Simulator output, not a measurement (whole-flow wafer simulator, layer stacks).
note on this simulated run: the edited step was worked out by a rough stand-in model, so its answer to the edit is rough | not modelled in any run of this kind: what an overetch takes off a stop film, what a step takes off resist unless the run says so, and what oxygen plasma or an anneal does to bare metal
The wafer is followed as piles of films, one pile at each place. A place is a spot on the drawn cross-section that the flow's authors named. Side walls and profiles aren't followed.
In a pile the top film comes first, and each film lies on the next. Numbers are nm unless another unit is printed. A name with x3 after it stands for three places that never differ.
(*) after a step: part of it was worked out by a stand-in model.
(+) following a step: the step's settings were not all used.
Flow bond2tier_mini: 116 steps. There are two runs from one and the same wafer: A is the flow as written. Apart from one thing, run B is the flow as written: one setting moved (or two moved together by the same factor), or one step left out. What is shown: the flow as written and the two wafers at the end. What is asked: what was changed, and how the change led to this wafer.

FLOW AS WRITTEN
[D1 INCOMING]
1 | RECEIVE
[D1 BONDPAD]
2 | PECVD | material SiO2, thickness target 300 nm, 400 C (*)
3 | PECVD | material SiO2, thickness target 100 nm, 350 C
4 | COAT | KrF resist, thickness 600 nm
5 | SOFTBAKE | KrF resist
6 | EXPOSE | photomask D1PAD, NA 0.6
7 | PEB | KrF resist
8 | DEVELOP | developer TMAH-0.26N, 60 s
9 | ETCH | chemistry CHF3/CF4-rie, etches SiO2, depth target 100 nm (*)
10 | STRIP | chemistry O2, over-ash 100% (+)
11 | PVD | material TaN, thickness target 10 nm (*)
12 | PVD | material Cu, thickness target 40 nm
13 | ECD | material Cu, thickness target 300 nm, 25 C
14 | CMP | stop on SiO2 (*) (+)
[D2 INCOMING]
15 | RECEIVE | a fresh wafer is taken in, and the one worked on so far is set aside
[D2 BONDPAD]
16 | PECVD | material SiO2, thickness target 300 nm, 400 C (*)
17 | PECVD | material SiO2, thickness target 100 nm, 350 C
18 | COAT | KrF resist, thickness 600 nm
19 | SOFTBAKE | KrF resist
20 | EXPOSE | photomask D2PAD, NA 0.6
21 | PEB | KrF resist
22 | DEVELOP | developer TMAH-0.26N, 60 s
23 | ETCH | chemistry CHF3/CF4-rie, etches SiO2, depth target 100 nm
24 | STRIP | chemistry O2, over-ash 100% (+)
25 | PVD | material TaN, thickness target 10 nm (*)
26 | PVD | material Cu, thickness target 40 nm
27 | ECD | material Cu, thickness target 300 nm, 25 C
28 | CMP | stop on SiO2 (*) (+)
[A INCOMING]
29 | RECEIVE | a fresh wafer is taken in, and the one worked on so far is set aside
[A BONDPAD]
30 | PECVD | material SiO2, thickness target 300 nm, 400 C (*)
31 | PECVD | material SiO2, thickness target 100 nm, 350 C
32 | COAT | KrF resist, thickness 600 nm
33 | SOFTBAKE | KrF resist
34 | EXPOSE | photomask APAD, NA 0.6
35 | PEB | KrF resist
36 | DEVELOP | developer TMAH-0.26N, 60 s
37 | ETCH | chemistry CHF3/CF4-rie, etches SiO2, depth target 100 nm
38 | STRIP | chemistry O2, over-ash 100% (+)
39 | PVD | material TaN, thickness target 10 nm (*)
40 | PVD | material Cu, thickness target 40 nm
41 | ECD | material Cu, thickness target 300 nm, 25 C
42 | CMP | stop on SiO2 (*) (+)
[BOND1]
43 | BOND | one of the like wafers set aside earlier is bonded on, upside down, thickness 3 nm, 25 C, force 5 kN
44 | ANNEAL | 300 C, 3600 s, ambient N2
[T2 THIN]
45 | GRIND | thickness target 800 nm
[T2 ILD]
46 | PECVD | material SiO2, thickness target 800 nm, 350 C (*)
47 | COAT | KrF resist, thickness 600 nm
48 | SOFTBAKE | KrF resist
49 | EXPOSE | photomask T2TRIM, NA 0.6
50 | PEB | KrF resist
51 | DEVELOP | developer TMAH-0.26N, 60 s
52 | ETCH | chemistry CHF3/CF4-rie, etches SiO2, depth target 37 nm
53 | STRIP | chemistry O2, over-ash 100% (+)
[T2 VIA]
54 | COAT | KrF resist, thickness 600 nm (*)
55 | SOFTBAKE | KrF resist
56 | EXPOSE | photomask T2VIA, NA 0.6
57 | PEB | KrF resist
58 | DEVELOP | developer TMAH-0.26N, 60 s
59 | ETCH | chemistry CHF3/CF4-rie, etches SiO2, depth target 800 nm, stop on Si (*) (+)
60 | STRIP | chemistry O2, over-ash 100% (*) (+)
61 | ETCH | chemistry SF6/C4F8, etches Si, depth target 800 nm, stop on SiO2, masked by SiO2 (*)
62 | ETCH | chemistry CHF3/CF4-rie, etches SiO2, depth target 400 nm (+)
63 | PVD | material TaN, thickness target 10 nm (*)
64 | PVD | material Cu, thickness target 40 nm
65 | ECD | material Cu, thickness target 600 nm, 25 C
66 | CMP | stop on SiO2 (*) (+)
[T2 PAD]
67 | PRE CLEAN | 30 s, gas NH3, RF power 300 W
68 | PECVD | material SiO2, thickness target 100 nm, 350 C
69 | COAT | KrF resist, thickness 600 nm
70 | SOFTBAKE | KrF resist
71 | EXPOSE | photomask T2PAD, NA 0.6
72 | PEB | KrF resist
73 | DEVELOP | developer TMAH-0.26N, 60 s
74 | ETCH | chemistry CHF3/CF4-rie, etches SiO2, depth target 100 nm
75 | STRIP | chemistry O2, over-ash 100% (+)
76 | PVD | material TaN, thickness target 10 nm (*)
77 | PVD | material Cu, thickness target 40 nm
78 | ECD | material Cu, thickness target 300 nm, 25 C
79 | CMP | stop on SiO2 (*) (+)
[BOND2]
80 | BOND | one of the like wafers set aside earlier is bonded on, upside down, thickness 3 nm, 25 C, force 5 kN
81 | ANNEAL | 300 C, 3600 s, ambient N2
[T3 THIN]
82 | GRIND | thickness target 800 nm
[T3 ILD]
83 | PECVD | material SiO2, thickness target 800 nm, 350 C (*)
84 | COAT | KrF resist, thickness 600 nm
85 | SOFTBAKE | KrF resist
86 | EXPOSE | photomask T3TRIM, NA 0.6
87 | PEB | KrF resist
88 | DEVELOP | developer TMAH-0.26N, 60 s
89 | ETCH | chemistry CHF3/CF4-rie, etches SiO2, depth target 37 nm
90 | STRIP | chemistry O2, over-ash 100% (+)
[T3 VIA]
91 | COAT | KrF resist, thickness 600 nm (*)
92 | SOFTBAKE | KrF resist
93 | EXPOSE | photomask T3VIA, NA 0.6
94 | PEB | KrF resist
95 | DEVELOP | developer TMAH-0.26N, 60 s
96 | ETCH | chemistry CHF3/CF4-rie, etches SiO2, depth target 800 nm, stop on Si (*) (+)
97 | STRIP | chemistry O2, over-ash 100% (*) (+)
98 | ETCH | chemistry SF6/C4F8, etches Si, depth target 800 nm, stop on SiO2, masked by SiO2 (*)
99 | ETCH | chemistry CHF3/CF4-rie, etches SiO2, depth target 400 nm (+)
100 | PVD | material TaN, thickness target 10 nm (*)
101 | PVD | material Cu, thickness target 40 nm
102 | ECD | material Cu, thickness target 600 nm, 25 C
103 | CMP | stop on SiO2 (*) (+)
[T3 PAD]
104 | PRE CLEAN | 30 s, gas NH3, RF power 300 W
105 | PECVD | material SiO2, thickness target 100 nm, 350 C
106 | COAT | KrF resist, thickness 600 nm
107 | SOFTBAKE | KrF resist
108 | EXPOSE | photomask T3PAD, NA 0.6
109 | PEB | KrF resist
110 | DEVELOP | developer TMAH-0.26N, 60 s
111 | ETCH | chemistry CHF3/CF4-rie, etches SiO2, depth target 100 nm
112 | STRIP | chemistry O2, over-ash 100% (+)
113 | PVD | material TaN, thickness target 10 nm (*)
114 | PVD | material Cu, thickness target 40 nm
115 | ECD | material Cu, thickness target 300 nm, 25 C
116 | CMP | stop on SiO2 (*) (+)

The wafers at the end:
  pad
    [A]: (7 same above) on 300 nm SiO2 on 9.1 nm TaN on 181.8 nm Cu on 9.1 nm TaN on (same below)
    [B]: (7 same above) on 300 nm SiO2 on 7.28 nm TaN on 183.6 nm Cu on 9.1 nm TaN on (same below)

The reason: step 25, PVD: thickness target 8 nm was run, while the flow as written has thickness target 10 nm.

Step by step, how the change led to this:
  25 | PVD | material TaN, thickness target 10 nm (*)
      field: A TaN gains 10 (new film) | B TaN gains 8 (new film)
      pad: A TaN gains 9.1 (new film) | B TaN gains 7.28 (new film)
      (as well as at 1 more place)
  28 | CMP | stop on SiO2 (*) (+)
      field: A Cu loses 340 (all of it), TaN loses 10 (all of it) | B Cu loses 340 (all of it), TaN loses 8 (all of it)
  80 | BOND | one of the like wafers set aside earlier is bonded on, upside down, thickness 3 nm, 25 C, force 5 kN
      pad: A Si gains 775 um (new film), chemical SiO2 gains 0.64 (new film), SiO2 gains 300 (new film), TaN gains 9.1 (new film), Cu gains 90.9 | B Si gains 775 um (new film), chemical SiO2 gains 0.64 (new film), SiO2 gains 300 (new film), TaN gains 7.28 (new film), Cu gains 92.7
